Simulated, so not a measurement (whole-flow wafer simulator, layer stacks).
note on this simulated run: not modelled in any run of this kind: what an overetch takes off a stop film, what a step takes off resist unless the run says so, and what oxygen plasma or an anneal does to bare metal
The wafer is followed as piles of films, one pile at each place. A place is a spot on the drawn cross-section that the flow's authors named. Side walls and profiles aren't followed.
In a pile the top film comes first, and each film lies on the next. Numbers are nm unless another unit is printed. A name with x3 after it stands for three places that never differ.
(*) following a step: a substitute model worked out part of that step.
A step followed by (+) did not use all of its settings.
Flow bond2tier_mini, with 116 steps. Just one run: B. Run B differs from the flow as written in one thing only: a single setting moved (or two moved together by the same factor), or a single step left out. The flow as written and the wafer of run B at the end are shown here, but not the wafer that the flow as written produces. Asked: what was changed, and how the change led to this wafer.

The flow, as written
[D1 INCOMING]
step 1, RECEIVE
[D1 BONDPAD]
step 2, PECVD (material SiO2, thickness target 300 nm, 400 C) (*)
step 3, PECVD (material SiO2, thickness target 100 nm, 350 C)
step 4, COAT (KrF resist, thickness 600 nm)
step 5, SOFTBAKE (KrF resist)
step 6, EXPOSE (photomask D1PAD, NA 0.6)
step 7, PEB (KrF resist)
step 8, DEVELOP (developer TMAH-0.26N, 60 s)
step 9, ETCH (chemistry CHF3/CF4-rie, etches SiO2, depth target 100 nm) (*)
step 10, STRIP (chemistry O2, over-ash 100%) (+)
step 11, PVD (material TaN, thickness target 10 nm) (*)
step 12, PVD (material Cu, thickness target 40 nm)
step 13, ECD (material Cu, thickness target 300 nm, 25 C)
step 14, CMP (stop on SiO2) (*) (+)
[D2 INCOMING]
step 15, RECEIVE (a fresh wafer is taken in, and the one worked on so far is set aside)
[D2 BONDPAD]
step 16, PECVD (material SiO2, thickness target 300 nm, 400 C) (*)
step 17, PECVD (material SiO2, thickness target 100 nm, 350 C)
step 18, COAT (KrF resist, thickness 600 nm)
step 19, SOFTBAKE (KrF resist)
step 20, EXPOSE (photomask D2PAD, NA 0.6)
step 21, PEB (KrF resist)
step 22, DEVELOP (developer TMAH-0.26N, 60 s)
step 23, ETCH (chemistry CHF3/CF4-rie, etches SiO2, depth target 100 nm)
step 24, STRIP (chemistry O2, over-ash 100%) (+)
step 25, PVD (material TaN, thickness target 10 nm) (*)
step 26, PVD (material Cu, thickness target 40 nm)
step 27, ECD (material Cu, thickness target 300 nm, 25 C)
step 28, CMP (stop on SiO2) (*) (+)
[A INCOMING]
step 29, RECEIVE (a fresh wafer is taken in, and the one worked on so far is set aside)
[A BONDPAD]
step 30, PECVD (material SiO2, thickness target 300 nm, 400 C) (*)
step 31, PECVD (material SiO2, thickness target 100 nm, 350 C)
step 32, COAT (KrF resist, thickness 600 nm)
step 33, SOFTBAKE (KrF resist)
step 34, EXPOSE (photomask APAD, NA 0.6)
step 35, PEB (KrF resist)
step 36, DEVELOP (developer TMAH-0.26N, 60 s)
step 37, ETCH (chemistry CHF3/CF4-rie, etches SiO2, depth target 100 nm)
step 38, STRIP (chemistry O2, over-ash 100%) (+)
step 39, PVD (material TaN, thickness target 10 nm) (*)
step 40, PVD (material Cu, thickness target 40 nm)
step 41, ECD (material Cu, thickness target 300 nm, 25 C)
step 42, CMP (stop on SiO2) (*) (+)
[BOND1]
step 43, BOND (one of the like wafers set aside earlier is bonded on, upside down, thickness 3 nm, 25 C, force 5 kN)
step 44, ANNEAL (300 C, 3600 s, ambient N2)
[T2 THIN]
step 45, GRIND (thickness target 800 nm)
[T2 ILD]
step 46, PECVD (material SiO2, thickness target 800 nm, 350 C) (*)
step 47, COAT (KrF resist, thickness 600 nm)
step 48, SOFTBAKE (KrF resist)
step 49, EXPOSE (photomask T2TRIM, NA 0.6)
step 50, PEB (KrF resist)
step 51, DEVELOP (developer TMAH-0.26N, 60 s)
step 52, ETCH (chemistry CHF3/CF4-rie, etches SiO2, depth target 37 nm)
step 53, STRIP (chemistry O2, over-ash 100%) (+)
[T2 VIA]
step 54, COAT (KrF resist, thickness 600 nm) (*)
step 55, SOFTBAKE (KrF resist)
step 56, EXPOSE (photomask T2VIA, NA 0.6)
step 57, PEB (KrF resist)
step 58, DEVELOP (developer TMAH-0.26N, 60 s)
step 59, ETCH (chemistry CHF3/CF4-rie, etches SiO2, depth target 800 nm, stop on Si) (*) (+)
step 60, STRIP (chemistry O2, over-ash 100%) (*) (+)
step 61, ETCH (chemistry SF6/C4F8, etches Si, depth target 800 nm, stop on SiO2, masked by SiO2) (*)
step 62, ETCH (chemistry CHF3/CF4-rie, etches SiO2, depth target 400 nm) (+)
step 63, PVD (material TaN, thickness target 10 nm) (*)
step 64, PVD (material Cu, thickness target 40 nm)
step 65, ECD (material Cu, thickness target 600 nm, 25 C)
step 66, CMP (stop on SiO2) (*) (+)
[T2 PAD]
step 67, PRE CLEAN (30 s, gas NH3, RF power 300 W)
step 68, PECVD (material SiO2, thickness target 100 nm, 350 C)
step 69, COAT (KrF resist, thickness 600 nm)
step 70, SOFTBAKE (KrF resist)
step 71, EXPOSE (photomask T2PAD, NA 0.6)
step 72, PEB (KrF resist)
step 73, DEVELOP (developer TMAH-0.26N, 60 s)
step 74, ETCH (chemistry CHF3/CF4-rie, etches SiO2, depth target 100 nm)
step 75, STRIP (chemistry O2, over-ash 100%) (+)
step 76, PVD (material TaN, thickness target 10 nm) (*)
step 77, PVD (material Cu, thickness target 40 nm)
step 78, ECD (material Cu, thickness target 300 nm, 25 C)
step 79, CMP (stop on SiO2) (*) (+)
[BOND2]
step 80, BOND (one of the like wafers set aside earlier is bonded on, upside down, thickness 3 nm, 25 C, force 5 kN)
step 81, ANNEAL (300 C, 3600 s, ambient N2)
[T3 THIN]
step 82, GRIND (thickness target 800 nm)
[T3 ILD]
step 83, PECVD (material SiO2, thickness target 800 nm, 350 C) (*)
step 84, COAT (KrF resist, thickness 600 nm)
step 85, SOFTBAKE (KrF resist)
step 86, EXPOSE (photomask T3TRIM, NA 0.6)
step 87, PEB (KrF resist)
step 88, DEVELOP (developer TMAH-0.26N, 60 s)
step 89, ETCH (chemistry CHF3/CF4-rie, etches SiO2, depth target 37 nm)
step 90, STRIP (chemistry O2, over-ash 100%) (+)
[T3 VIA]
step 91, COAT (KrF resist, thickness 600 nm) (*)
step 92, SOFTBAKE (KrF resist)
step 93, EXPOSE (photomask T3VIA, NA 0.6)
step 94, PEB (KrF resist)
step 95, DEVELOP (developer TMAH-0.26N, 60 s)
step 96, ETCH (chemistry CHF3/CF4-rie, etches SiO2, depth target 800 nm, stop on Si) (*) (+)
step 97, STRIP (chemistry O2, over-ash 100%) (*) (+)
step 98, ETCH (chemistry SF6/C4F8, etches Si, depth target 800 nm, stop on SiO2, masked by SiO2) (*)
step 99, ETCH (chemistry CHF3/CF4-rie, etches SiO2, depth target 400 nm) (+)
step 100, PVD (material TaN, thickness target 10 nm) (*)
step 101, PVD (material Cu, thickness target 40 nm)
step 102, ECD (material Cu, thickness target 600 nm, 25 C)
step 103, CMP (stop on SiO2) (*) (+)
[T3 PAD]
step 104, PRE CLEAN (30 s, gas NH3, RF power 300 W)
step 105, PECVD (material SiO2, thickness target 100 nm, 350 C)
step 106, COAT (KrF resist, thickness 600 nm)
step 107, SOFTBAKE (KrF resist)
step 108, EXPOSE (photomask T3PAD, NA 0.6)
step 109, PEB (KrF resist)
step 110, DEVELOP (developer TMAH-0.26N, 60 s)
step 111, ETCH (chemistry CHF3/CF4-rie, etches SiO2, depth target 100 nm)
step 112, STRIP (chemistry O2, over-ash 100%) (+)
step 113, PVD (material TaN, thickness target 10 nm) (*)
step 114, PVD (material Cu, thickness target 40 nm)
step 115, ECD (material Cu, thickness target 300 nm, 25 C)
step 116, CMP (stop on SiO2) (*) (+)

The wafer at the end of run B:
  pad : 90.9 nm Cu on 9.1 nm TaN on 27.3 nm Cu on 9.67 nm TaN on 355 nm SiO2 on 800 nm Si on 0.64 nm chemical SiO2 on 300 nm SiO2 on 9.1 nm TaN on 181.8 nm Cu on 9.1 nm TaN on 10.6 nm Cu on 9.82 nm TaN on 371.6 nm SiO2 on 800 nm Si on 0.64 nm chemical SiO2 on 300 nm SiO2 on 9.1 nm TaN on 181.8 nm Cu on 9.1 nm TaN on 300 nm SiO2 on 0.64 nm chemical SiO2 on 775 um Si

The reason: step 52, ETCH: depth target 20.4 nm was run, while the flow as written has depth target 37 nm.

How this came from the change, step by step:
  step 52, ETCH (chemistry CHF3/CF4-rie, etches SiO2, depth target 37 nm)
      pad, via: SiO2 loses 20.4 (it would be, as written: SiO2 loses 37)
      field: KrF resist loses 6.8 (it would be, as written: KrF resist loses 12.3)
  step 59, ETCH (chemistry CHF3/CF4-rie, etches SiO2, depth target 800 nm, stop on Si) (*) (+)
      via: SiO2 loses 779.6 (all of it) (it would be, as written: SiO2 loses 763 (all of it))
  step 60, STRIP (chemistry O2, over-ash 100%) (*) (+)
      field: KrF resist loses 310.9 (all of it) (it would be, as written: KrF resist loses 303.9 (all of it))
      pad: KrF resist loses 328.6 (all of it) (it would be, as written: KrF resist loses 336 (all of it))
  step 65, ECD (material Cu, thickness target 600 nm, 25 C)
      pad: Cu gains 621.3 (it would be, as written: Cu gains 638.7)
